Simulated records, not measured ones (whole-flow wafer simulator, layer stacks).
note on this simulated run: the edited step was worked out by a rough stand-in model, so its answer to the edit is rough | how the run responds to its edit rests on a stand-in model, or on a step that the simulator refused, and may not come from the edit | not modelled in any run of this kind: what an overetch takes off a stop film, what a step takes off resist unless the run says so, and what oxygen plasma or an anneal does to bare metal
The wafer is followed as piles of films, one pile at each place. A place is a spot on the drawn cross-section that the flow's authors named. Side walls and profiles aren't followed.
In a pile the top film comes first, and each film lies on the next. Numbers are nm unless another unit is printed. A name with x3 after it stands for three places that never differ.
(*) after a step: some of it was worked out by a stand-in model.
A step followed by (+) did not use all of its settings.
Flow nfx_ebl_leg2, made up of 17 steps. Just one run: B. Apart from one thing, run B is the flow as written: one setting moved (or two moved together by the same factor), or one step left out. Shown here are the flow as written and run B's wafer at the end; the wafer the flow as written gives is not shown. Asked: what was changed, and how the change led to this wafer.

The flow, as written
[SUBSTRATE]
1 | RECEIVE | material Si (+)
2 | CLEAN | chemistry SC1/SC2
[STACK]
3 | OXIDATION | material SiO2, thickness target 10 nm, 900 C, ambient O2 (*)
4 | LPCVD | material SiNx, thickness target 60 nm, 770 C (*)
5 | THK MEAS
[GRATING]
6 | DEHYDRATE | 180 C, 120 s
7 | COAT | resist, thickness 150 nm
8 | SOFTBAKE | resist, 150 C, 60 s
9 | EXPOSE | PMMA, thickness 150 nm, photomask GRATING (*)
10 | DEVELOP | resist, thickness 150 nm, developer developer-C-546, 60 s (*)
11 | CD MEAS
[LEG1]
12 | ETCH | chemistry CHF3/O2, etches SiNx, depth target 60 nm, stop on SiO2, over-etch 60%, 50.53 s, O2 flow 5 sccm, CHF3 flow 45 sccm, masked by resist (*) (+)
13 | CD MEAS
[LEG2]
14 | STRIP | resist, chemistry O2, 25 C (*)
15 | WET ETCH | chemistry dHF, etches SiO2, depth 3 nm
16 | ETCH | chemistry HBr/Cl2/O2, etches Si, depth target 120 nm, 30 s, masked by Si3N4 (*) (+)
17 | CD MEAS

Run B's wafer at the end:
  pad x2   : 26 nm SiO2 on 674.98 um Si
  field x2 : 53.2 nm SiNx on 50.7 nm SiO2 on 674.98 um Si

What caused this: step 3, OXIDATION: 1080 C was run, though the flow has 900 C.

The path from the change to this, step by step:
  3 | OXIDATION | material SiO2, thickness target 10 nm, 900 C, ambient O2 (*)
      field x2, pad x2: SiO2 gains 50.7 (new film), chemical SiO2 loses 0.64 (all of it), Si loses 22 (in the flow as written it would be: SiO2 gains 10 (new film), chemical SiO2 loses 0.64 (all of it), Si loses 4.12)
  12 | ETCH | chemistry CHF3/O2, etches SiNx, depth target 60 nm, stop on SiO2, over-etch 60%, 50.53 s, O2 flow 5 sccm, CHF3 flow 45 sccm, masked by resist (*) (+)
      pad x2: SiNx loses 60 (all of it), SiO2 loses 18 (in the flow as written it would be: SiNx loses 60 (all of it), SiO2 loses 10 (all of it))
  14 | STRIP | resist, chemistry O2, 25 C (*)
      pad x2: nothing (in the flow as written it would be: chemical SiO2 gains 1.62 (new film), Si loses 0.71)
  15 | WET ETCH | chemistry dHF, etches SiO2, depth 3 nm
      pad x2: SiO2 loses 3 (in the flow as written it would be: chemical SiO2 loses 1.62 (all of it))
  16 | ETCH | chemistry HBr/Cl2/O2, etches Si, depth target 120 nm, 30 s, masked by Si3N4 (*) (+)
      pad x2: SiO2 loses 3.75 (in the flow as written it would be: Si loses 120)
